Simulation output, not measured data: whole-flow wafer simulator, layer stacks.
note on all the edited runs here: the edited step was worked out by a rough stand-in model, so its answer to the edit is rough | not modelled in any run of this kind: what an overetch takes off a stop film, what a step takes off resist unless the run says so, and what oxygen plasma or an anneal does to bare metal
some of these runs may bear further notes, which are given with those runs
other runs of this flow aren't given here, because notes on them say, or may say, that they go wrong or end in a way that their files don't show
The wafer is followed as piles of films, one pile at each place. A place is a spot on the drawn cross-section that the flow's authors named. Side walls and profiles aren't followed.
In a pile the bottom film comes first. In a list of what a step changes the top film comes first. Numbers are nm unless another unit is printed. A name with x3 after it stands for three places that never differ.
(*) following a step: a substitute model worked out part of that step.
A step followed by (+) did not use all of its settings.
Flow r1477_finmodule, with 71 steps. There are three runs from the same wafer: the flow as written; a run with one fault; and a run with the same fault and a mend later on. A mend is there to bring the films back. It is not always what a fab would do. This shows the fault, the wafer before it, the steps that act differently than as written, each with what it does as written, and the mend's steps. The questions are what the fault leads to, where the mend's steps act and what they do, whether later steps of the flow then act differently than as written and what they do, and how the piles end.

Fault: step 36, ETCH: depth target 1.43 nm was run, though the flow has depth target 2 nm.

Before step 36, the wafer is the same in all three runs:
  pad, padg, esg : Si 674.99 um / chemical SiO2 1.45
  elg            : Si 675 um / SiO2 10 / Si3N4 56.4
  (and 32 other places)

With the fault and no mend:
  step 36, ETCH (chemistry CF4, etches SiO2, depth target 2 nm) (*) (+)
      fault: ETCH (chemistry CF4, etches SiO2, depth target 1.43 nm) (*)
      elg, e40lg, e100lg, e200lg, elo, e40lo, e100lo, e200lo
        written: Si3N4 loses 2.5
        fault: Si3N4 loses 1.79
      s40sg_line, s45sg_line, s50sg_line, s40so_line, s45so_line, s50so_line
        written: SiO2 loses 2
        fault: SiO2 loses 1.43
  Later steps of the flow acting differently than as written (not shown: 8 more steps that differ only slightly, by at most 2% or 0.5 nm, whichever is larger):
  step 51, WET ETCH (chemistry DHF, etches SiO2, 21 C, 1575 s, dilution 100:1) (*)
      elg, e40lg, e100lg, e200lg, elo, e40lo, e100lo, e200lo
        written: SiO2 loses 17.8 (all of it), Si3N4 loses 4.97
        fault: SiO2 loses 17.1 (all of it), Si3N4 loses 5.03
  The piles end different from the flow's at elg, e40lg, e100lg, e200lg, elo, e40lo, e100lo, e200lo by more than 2% or 0.5 nm, whichever is larger.
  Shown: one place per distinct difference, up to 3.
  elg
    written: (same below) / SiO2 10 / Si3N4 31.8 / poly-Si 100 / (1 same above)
    fault: (same below) / SiO2 10 / Si3N4 32.4 / poly-Si 100 / (1 same above)
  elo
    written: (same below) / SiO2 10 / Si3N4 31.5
    fault: (same below) / SiO2 10 / Si3N4 32.2

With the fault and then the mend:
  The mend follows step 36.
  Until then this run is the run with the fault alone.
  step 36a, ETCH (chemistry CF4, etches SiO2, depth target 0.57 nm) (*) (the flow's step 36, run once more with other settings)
      pad, padg, e40sg and 11 more
        Si loses 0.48
      elg, e40lg, e100lg, e200lg, elo, e40lo, e100lo, e200lo
        Si3N4 loses 0.71
      s40sg_line, s45sg_line, s50sg_line, s40so_line, s45so_line, s50so_line
        SiO2 loses 0.57
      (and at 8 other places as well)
  Later steps of the flow that are run all act as written at every place that is followed, up to a difference of at most 2% or 0.5 nm, whichever is larger.
  When the end is reached, the piles differ only a little from the flow's at the places that both follow, at most by 2% or 0.5 nm, whichever is larger.
